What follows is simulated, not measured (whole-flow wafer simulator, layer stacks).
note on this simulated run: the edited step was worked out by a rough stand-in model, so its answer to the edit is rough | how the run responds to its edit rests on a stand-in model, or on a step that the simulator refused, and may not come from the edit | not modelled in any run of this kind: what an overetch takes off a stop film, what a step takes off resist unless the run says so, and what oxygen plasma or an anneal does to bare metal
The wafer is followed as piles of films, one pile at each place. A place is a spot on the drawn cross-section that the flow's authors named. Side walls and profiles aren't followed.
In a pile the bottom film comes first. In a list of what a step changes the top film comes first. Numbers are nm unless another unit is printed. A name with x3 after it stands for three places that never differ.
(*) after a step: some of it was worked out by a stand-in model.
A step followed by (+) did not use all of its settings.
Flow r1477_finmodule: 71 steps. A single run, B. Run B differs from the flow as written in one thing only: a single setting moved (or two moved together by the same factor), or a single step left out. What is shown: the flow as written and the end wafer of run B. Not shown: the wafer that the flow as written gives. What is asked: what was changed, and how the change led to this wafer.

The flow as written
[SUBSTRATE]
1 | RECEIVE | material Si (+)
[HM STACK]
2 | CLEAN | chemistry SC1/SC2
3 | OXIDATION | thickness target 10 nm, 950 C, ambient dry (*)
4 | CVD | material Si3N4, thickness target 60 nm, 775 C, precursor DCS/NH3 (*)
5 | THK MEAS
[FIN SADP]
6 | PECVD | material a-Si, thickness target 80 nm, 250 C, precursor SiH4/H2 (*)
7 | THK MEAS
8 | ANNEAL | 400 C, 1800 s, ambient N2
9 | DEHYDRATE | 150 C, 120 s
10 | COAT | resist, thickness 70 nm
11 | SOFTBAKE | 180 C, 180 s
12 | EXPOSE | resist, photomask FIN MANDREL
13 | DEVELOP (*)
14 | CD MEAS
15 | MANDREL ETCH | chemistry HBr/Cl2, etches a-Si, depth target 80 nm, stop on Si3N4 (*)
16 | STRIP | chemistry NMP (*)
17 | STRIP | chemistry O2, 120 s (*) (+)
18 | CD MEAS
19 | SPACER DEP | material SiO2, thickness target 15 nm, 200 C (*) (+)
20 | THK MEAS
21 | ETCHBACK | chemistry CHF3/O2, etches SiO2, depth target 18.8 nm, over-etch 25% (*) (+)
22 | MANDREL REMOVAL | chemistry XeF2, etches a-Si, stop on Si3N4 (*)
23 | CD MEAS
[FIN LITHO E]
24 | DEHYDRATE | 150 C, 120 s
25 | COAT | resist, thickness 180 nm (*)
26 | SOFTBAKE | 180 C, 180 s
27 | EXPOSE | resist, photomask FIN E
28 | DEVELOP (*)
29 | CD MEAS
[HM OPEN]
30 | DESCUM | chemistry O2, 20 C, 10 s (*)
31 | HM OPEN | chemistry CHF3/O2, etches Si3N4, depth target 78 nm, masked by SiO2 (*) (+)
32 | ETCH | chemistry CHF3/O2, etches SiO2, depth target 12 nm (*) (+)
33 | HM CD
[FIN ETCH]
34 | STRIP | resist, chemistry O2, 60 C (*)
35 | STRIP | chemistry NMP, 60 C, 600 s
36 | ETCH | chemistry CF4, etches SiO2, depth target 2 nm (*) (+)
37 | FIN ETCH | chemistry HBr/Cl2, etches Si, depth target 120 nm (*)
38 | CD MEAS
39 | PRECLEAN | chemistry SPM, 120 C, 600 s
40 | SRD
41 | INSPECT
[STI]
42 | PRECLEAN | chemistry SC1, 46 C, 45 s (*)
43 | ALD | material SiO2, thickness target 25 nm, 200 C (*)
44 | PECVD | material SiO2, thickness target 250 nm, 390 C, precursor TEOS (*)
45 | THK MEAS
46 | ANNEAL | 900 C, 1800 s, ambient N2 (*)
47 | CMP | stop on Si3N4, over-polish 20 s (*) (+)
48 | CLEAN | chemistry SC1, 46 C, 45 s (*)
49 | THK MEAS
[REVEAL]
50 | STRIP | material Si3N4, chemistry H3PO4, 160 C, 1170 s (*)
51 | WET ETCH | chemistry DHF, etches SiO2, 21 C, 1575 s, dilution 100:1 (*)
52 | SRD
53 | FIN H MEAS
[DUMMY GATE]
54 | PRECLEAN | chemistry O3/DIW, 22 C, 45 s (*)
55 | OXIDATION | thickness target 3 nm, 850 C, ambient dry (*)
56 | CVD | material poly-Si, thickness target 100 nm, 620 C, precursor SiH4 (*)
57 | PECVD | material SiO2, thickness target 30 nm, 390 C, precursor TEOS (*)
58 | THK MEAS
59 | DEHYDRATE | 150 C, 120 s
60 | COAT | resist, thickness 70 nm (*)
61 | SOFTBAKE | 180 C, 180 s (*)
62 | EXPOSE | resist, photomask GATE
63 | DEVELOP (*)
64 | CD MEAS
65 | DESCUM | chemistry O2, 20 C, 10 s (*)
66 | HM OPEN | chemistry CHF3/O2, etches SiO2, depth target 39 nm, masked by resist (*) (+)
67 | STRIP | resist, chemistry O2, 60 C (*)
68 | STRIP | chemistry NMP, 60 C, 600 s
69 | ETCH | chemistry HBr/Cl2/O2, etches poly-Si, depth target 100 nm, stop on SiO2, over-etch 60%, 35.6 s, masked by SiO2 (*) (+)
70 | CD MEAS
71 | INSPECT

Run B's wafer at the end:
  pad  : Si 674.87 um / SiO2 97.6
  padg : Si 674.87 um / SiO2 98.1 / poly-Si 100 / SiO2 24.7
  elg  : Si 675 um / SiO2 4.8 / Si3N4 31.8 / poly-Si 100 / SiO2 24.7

What caused this: step 3, OXIDATION: thickness target 4.8 nm was run, though the flow has thickness target 10 nm.
One can read it off the wafer: elg has SiO2 4.8, and step 3 as written asks for 10 nm.

The path from the change to this, step by step:
  3 | OXIDATION | thickness target 10 nm, 950 C, ambient dry (*)
      pad, padg, elg and 33 more: +4.8 SiO2 (new film), -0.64 chemical SiO2 (all of it), -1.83 Si (it would be, as written: +10 SiO2 (new film), -0.64 chemical SiO2 (all of it), -4.12 Si)
  31 | HM OPEN | chemistry CHF3/O2, etches Si3N4, depth target 78 nm, masked by SiO2 (*) (+)
      s40cg, s45cg, s50cg, s40co, s45co, s50co: -60 Si3N4 (all of it), -4.8 SiO2 (all of it) (it would be, as written: -60 Si3N4 (all of it), -9 SiO2)
      pad, padg, esg and 13 more: -56.4 Si3N4 (all of it), -4.8 SiO2 (all of it) (it would be, as written: -56.4 Si3N4 (all of it), -10 SiO2 (all of it))
  32 | ETCH | chemistry CHF3/O2, etches SiO2, depth target 12 nm (*) (+)
      s40cg, s40co: -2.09 Si (it would be, as written: -1 SiO2 (all of it), -2.2 Si)
      s45cg, s45co: -2.13 Si (it would be, as written: -1 SiO2 (all of it), -2.2 Si)
      (as well as at 2 more places)
  43 | ALD | material SiO2, thickness target 25 nm, 200 C (*)
      s40cg, s45cg, s40co, s45co: +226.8 SiO2 (new film) (it would be, as written: +232.1 SiO2 (new film))
      s50cg, s50co: +226.9 SiO2 (new film) (it would be, as written: +232.1 SiO2 (new film))
      (as well as at 1 more place)
  47 | CMP | stop on Si3N4, over-polish 20 s (*) (+)
      pad, padg, e40sg and 11 more: -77 SiO2 (it would be, as written: -71.8 SiO2)
      eso: -77.6 SiO2 (it would be, as written: -72.4 SiO2)
  51 | WET ETCH | chemistry DHF, etches SiO2, 21 C, 1575 s, dilution 100:1 (*)
      s40sg_line, s45sg_line, s50sg_line, s40so_line, s45so_line, s50so_line: -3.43 SiO2 (all of it) (it would be, as written: -8.63 SiO2 (all of it))
  56 | CVD | material poly-Si, thickness target 100 nm, 620 C, precursor SiH4 (*)
      s40cg, s40co: +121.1 poly-Si (new film) (it would be, as written: +113.9 poly-Si (new film))
      s45cg, s45co: +118.6 poly-Si (new film) (it would be, as written: +113.4 poly-Si (new film))
      (as well as at 2 more places)
  60 | COAT | resist, thickness 70 nm (*)
      s40cg, s40co: +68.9 resist (new film) (it would be, as written: +70.6 resist (new film))
      s40sg, s40so: +96.5 resist (new film) (it would be, as written: +91 resist (new film))
      (as well as at 4 more places)
  63 | DEVELOP (*)
      s40co: -68.9 resist (all of it) (it would be, as written: -70.6 resist (all of it))
      s40so: -96.5 resist (all of it) (it would be, as written: -91 resist (all of it))
      (as well as at 2 more places)
  67 | STRIP | resist, chemistry O2, 60 C (*)
      s40cg: -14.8 resist (all of it) (it would be, as written: -16.5 resist (all of it))
      s40sg: -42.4 resist (all of it) (it would be, as written: -36.9 resist (all of it))
      (as well as at 2 more places)
  69 | ETCH | chemistry HBr/Cl2/O2, etches poly-Si, depth target 100 nm, stop on SiO2, over-etch 60%, 35.6 s, masked by SiO2 (*) (+)
      s40co: -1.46 chemical SiO2 (all of it), -118.7 poly-Si (all of it), -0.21 SiO2 (it would be, as written: -1.46 chemical SiO2 (all of it), -111.5 poly-Si (all of it), -0.24 SiO2)
      s45co: -1.46 chemical SiO2 (all of it), -116.1 poly-Si (all of it), -0.22 SiO2 (it would be, as written: -1.46 chemical SiO2 (all of it), -110.9 poly-Si (all of it), -0.25 SiO2)
      (as well as at 1 more place)
